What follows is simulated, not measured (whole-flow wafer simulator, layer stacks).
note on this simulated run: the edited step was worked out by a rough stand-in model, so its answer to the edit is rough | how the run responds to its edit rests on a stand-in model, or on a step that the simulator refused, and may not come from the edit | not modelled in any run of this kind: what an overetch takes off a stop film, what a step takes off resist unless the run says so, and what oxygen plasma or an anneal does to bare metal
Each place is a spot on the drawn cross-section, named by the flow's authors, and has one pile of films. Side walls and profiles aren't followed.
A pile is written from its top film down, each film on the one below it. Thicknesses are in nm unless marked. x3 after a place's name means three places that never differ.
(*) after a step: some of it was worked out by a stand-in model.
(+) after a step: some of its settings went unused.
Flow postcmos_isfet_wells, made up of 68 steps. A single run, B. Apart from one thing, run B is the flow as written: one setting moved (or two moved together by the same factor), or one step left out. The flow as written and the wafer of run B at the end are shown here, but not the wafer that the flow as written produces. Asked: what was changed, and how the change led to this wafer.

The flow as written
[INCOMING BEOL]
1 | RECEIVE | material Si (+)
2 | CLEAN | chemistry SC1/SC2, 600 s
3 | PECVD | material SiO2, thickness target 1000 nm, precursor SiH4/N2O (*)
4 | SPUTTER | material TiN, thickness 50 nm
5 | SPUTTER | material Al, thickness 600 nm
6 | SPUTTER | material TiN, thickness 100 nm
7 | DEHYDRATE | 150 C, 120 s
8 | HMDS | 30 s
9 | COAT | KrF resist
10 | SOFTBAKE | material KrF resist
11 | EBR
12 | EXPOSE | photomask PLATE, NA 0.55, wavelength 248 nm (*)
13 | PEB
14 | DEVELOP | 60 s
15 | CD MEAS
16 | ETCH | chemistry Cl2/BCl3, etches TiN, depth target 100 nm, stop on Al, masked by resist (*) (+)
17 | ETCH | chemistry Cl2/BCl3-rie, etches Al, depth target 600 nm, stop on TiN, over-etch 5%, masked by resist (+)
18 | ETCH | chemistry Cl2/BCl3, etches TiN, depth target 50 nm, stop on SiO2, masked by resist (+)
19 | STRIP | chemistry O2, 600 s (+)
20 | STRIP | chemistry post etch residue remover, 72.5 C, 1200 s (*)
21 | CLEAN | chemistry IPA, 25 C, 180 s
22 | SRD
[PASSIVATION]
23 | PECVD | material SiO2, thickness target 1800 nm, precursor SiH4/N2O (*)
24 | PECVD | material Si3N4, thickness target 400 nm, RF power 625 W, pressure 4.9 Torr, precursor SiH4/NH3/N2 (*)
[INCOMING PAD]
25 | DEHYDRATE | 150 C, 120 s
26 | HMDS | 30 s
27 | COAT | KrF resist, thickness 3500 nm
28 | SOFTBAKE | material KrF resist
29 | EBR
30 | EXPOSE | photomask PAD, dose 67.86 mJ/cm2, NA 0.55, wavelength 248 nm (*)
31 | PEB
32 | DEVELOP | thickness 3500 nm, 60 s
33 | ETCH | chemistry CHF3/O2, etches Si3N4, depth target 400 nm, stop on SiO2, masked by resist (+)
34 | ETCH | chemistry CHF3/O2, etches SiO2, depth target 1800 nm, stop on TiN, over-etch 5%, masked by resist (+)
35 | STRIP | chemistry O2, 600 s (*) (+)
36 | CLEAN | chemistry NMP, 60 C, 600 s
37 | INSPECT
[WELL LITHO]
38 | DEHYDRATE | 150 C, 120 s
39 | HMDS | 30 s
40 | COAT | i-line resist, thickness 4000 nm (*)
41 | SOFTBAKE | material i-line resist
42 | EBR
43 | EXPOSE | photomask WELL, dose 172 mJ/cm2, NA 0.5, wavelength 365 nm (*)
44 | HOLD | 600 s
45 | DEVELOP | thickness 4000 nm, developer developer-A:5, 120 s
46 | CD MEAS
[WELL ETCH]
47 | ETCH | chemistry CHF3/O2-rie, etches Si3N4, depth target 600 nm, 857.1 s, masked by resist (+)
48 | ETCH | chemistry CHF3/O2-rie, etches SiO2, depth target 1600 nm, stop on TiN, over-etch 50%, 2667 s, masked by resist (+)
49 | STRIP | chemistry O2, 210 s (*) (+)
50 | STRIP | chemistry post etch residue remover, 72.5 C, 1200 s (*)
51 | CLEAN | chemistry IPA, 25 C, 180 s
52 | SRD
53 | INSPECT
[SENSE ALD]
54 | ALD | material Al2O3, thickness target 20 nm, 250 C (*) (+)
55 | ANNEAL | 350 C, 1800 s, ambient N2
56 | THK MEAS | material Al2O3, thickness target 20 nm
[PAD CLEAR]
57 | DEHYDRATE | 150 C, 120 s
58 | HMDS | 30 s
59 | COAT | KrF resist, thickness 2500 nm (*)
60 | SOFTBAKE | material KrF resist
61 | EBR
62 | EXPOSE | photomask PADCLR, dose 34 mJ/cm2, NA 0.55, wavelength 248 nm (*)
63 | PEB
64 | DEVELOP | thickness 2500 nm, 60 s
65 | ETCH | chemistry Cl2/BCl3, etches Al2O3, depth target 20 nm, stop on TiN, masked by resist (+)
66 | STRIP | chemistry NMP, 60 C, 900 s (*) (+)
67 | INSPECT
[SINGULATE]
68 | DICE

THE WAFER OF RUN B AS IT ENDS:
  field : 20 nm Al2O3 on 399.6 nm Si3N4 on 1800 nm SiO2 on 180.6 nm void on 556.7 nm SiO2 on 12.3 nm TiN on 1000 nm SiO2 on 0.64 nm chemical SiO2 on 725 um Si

Cause: step 16, ETCH: depth target 81 nm was run, whereas the flow has depth target 100 nm.

How this came from the change, step by step:
  16 | ETCH | chemistry Cl2/BCl3, etches TiN, depth target 100 nm, stop on Al, masked by resist (*) (+)
      field: TiN loses 81 (as written it would have been: TiN loses 100 (all of it))
      margin, well900, well1300 x3, pad_rim, pad_clr, pad_open: KrF resist loses 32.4 (as written it would have been: KrF resist loses 40)
  17 | ETCH | chemistry Cl2/BCl3-rie, etches Al, depth target 600 nm, stop on TiN, over-etch 5%, masked by resist (+)
      field: TiN loses 19 (all of it), Al loses 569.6 (as written it would have been: Al loses 600 (all of it))
  18 | ETCH | chemistry Cl2/BCl3, etches TiN, depth target 50 nm, stop on SiO2, masked by resist (+)
      field: Al loses 30.4 (all of it), TiN loses 37.2 (as written it would have been: TiN loses 50 (all of it))
  23 | PECVD | material SiO2, thickness target 1800 nm, precursor SiH4/N2O (*)
      field: SiO2 gains 1800 (new film), void gains 180.6 (new film), SiO2 gains 556.7 (new film) (as written it would have been: SiO2 gains 1800 (new film), void gains 189.9 (new film), SiO2 gains 559.7)
Taking metal films that touch as one body, field has 1 body; the flow as written gives 0 bodies.
